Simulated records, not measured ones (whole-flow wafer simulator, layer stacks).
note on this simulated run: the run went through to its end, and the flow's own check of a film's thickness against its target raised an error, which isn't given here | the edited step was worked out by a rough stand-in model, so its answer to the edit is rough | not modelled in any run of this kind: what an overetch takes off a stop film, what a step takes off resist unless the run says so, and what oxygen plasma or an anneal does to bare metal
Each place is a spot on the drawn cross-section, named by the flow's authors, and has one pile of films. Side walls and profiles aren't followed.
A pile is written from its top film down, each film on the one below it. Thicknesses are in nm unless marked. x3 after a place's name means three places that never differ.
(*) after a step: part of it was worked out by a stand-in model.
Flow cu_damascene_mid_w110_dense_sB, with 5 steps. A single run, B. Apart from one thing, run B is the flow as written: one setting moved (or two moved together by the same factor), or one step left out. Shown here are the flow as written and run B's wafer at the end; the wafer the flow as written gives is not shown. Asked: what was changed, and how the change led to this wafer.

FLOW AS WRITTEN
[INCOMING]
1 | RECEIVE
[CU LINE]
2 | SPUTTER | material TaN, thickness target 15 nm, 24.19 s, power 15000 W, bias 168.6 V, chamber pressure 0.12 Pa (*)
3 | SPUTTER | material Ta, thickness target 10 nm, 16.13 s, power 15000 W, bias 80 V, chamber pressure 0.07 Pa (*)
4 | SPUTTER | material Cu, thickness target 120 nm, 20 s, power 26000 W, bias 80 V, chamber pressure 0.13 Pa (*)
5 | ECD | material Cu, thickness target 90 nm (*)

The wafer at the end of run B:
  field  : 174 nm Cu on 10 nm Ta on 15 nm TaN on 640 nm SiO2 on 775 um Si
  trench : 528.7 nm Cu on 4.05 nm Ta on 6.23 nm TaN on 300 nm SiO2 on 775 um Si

Cause: step 4, SPUTTER: thickness target 84 nm was run, though the flow has thickness target 120 nm.

The path from the change to this, step by step:
  4 | SPUTTER | material Cu, thickness target 120 nm, 20 s, power 26000 W, bias 80 V, chamber pressure 0.13 Pa (*)
      field: Cu gains 84 (new film) (as written it would have been: Cu gains 120 (new film))
      trench: Cu gains 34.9 (new film) (as written it would have been: Cu gains 49.9 (new film))
  5 | ECD | material Cu, thickness target 90 nm (*)
      trench: Cu gains 493.8 (as written it would have been: Cu gains 514.8)
